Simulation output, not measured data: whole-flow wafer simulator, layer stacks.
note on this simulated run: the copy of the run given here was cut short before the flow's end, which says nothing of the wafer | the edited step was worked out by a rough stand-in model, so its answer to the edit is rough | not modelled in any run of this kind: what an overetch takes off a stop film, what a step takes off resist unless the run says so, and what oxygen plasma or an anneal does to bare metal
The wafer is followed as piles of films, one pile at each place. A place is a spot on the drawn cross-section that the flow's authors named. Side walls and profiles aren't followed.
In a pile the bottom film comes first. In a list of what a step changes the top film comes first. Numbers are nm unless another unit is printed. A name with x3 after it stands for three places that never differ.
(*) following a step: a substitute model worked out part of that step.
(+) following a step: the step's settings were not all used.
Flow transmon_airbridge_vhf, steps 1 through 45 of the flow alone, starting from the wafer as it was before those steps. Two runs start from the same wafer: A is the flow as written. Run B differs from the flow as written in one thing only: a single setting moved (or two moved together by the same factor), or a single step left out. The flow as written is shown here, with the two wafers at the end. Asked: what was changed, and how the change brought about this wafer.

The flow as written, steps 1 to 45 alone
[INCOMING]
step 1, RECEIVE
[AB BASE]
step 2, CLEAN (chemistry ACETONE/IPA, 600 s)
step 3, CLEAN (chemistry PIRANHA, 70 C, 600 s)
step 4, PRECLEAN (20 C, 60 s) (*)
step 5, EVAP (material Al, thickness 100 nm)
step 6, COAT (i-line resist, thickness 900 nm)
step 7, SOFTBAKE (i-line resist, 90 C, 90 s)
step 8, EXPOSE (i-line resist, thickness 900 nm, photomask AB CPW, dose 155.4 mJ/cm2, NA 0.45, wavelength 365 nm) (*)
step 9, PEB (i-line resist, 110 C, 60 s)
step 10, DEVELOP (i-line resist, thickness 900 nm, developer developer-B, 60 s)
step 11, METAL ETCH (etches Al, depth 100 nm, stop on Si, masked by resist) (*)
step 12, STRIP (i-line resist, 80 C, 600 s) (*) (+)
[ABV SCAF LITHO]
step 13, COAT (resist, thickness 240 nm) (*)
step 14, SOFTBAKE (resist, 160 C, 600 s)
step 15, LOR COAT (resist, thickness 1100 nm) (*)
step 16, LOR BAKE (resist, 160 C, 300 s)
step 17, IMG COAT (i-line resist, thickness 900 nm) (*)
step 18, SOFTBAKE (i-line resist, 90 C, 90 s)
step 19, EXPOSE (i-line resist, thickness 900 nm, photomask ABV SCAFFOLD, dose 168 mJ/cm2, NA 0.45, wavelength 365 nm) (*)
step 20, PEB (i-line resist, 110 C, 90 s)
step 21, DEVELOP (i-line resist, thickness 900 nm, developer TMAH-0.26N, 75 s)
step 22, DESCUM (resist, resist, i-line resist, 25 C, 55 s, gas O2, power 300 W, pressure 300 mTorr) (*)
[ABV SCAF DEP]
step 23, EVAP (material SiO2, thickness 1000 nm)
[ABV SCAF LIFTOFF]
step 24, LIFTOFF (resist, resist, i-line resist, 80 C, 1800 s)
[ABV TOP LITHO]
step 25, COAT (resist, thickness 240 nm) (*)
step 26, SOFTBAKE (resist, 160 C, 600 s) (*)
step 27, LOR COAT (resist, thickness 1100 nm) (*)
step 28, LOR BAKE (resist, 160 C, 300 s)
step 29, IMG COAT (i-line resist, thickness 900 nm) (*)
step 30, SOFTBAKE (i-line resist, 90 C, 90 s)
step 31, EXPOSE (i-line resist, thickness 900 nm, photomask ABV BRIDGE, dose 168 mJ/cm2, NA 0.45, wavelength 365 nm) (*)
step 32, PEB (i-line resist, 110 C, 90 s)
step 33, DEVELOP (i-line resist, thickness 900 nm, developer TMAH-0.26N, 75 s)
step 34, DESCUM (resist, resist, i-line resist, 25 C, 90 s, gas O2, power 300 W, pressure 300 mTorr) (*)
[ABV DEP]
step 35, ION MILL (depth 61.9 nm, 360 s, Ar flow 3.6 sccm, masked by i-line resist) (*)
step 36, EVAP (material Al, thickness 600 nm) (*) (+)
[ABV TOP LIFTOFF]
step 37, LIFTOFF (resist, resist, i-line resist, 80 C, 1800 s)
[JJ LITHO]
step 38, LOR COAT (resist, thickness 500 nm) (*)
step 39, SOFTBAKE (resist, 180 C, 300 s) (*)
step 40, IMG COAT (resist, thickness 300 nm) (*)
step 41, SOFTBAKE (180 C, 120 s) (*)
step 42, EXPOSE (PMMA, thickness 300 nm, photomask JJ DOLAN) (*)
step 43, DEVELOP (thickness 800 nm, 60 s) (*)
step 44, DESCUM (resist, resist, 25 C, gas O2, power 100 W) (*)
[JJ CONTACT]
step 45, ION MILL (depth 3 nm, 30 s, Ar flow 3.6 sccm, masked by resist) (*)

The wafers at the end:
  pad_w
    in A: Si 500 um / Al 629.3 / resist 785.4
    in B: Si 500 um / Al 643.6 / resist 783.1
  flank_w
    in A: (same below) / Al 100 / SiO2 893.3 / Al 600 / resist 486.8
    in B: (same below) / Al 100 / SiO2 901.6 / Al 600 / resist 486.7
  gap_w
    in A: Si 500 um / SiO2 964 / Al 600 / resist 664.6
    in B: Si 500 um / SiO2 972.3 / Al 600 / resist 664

What caused this: step 35, ION MILL: depth 47.7 nm was run, though the flow has depth 61.9 nm; step 35, ION MILL: 277 s was run, where the flow has 360 s.

How this came from the change, step by step:
  step 35, ION MILL (depth 61.9 nm, 360 s, Ar flow 3.6 sccm, masked by i-line resist) (*)
      field x3, jj_line, ground_far, trace_open_s x2, margin_s, margin_n: A i-line resist loses 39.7 | B i-line resist loses 30.6
      flank_w, gap_w, cpw_trace, gap_e, flank_e, bridge_strip: A SiO2 loses 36 | B SiO2 loses 27.7
      (and at 2 other places as well)
  step 37, LIFTOFF (resist, resist, i-line resist, 80 C, 1800 s)
      margin_s, margin_n: A Al loses 600 (all of it), i-line resist loses 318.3 (all of it), resist loses 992 (all of it) | B Al loses 600 (all of it), i-line resist loses 327.4 (all of it), resist loses 992 (all of it)
